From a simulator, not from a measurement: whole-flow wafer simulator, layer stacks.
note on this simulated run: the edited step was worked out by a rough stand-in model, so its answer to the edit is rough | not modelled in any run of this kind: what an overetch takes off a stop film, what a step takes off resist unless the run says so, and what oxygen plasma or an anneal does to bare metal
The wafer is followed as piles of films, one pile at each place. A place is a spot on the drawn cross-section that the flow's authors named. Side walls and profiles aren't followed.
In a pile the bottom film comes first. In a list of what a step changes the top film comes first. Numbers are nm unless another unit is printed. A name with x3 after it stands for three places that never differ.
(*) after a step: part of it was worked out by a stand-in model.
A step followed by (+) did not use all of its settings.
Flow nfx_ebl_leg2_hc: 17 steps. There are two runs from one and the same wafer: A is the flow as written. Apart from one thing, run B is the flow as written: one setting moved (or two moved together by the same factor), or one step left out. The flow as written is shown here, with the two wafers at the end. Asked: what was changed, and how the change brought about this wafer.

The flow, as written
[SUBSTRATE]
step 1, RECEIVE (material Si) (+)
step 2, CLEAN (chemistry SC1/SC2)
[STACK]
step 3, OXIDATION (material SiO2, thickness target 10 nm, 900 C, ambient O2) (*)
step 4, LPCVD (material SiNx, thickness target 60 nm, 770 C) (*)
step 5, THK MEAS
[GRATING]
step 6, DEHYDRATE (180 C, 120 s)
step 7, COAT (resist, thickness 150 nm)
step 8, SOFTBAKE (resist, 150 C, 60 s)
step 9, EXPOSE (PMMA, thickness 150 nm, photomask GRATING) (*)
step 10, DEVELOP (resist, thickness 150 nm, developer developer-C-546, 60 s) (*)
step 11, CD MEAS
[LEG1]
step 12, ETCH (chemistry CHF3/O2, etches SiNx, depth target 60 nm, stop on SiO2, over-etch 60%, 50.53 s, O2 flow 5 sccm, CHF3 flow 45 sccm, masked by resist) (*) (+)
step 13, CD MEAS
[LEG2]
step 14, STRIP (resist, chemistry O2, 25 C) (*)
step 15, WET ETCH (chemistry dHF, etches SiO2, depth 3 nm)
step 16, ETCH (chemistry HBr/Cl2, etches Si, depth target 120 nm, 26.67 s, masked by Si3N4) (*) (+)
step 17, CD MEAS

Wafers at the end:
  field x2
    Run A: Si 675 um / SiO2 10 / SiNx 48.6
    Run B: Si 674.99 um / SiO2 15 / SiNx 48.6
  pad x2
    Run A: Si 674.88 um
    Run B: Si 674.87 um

The reason: step 3, OXIDATION: thickness target 15 nm was run, whereas the flow has thickness target 10 nm.
The wafer lets one read it off: field x2 has SiO2 15, and step 3 as written asks for 10 nm.

How this came from the change, step by step:
  step 3, OXIDATION (material SiO2, thickness target 10 nm, 900 C, ambient O2) (*)
      field x2, pad x2: A +10 SiO2 (new film), -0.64 chemical SiO2 (all of it), -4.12 Si | B +15 SiO2 (new film), -0.64 chemical SiO2 (all of it), -6.32 Si
  step 12, ETCH (chemistry CHF3/O2, etches SiNx, depth target 60 nm, stop on SiO2, over-etch 60%, 50.53 s, O2 flow 5 sccm, CHF3 flow 45 sccm, masked by resist) (*) (+)
      pad x2: A -60 SiNx (all of it), -10 SiO2 (all of it) | B -60 SiNx (all of it), -15 SiO2 (all of it)
